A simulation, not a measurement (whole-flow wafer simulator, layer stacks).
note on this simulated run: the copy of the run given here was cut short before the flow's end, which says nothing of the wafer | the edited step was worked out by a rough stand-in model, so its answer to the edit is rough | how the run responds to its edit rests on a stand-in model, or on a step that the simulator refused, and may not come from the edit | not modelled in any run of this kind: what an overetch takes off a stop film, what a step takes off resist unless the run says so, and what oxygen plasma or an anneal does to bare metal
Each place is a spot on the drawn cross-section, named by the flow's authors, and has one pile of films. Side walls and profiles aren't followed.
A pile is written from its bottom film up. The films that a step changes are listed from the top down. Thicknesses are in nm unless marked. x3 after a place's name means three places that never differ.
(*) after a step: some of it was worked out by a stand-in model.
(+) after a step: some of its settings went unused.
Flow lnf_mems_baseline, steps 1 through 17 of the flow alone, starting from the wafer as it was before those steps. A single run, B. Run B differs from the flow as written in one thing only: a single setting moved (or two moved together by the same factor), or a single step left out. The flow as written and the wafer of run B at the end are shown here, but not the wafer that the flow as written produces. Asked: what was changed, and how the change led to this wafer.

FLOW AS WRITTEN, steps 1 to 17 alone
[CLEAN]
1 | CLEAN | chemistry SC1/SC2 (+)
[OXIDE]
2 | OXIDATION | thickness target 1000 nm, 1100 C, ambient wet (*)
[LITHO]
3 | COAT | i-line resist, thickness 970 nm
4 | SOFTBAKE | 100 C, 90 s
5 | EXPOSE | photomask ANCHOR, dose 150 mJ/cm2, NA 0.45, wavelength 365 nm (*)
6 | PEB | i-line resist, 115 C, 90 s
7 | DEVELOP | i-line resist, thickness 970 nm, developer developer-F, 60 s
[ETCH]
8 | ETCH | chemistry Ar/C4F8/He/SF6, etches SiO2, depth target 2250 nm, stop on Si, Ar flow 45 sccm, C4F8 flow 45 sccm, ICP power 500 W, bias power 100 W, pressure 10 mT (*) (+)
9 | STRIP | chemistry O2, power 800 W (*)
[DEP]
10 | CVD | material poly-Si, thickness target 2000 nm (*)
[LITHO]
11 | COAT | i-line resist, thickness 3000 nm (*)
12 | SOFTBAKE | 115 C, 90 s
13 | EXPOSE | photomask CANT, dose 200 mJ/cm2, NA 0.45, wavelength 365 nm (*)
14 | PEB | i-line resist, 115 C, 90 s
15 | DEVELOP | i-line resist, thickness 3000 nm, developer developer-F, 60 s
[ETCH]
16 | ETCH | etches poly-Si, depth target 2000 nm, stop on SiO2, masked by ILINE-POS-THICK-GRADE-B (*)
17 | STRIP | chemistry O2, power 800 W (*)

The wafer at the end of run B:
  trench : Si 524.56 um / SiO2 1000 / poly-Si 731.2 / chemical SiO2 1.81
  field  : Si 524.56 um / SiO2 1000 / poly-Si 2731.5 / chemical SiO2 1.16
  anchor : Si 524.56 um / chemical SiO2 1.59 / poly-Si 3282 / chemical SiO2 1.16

Cause: step 10, CVD: thickness target 2732 nm was run, while the flow as written has thickness target 2000 nm.

The path from the change to this, step by step:
  10 | CVD | material poly-Si, thickness target 2000 nm (*)
      field, beam, trench, char_slit: poly-Si gains 2732 (new film) (in the flow as written it would be: poly-Si gains 2000 (new film))
      anchor: poly-Si gains 3282.5 (new film) (in the flow as written it would be: poly-Si gains 2322 (new film))
  11 | COAT | i-line resist, thickness 3000 nm (*)
      anchor: i-line resist gains 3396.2 (new film) (in the flow as written it would be: i-line resist gains 3611.6 (new film))
  12 | SOFTBAKE | 115 C, 90 s
      field: i-line resist loses 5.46 (in the flow as written it would be: i-line resist loses 6.66)
      anchor: i-line resist gains 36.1 (in the flow as written it would be: i-line resist gains 45.4)
      (also at 2 further places)
  14 | PEB | i-line resist, 115 C, 90 s
      anchor: i-line resist loses 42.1 (in the flow as written it would be: i-line resist loses 46.1)
  16 | ETCH | etches poly-Si, depth target 2000 nm, stop on SiO2, masked by ILINE-POS-THICK-GRADE-B (*)
      trench, char_slit: poly-Si loses 2000 (in the flow as written it would be: poly-Si loses 2000 (all of it))
  17 | STRIP | chemistry O2, power 800 W (*)
      trench, char_slit: chemical SiO2 gains 1.81 (new film), poly-Si loses 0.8 (in the flow as written it would be: nothing)
      anchor: chemical SiO2 gains 1.16 (new film), i-line resist loses 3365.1 (all of it), poly-Si loses 0.51 (in the flow as written it would be: chemical SiO2 gains 1.17 (new film), i-line resist loses 3585.8 (all of it), poly-Si loses 0.52)
